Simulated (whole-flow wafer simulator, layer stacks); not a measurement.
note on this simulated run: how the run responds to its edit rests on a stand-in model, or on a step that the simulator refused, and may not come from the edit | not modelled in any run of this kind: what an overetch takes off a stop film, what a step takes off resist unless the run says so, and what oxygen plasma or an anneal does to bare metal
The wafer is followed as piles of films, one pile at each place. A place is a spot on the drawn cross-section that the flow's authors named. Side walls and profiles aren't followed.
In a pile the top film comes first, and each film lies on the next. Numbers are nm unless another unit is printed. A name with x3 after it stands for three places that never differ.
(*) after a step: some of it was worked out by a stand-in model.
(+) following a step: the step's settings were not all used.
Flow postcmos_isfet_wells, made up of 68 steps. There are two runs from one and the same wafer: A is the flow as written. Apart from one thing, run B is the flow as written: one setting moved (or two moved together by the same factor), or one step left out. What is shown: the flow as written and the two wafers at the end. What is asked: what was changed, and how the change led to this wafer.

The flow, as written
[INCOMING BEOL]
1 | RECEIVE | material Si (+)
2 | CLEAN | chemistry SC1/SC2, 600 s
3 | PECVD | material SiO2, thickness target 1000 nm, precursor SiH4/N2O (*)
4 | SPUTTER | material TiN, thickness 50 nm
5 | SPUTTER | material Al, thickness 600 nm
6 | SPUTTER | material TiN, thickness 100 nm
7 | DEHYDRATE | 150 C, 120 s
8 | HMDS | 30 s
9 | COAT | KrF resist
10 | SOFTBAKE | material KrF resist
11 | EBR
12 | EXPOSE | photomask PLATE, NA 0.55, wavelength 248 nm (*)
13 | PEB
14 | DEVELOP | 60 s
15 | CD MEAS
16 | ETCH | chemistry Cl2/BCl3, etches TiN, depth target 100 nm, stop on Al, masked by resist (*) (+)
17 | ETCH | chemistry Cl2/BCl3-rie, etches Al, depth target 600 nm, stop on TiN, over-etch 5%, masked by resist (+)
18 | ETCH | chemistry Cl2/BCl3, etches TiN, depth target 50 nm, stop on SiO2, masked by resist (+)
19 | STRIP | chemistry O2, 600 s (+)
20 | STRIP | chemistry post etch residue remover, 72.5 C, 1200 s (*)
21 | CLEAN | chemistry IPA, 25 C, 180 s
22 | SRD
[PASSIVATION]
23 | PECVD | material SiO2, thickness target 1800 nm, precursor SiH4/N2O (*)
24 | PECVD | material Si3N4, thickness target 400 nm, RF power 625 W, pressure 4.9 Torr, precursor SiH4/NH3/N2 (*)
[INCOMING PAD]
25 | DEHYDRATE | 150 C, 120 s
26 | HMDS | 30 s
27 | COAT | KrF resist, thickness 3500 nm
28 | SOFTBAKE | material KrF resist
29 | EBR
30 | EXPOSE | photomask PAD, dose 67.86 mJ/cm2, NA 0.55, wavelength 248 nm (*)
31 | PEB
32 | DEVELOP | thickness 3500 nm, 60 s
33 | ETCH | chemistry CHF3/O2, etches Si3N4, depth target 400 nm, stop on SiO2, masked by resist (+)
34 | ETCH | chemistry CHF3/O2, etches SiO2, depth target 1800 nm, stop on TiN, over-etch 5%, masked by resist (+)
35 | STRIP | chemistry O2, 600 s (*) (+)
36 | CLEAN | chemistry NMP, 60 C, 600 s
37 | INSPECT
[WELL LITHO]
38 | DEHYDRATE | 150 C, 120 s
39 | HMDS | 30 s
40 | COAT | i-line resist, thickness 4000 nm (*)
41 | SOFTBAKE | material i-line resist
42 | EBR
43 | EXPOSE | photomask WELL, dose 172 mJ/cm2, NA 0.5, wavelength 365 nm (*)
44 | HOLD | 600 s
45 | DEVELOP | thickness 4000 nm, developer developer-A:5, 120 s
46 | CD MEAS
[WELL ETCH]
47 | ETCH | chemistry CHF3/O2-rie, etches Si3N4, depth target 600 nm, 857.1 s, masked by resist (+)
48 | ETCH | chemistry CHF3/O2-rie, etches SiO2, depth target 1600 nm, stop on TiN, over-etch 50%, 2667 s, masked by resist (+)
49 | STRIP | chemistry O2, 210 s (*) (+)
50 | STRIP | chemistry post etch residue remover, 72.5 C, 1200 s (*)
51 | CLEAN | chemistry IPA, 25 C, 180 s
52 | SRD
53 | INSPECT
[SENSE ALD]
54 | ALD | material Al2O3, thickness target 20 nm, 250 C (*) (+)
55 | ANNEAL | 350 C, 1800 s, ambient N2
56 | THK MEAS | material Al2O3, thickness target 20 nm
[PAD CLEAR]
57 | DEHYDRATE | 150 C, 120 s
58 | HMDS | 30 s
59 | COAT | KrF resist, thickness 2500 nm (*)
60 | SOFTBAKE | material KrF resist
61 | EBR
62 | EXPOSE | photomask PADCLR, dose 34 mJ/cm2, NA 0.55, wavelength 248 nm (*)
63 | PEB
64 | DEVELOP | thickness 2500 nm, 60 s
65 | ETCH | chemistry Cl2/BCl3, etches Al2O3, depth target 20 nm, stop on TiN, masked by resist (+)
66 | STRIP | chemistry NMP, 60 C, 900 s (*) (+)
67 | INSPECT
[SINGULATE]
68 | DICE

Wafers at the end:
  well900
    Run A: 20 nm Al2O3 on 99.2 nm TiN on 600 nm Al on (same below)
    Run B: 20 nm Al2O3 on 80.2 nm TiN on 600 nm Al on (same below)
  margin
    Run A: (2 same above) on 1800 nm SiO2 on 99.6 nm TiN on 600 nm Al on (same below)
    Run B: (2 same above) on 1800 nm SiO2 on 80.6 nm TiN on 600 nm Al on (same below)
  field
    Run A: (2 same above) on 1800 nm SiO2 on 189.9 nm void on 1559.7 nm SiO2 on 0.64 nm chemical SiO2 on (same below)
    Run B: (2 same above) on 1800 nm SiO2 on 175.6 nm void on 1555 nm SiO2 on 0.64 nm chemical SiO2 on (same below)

Cause: step 6, SPUTTER: thickness 81 nm was run, whereas the flow has thickness 100 nm.

Step by step, how the change led to this:
  6 | SPUTTER | material TiN, thickness 100 nm
      field, margin, well900, well1300 x3, pad_rim, pad_clr, pad_open: A TiN gains 100 (new film) | B TiN gains 81 (new film)
  16 | ETCH | chemistry Cl2/BCl3, etches TiN, depth target 100 nm, stop on Al, masked by resist (*) (+)
      field: A TiN loses 100 (all of it) | B TiN loses 81 (all of it)
  23 | PECVD | material SiO2, thickness target 1800 nm, precursor SiH4/N2O (*)
      field: A SiO2 gains 1800 (new film), void gains 189.9 (new film), SiO2 gains 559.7 | B SiO2 gains 1800 (new film), void gains 175.6 (new film), SiO2 gains 555
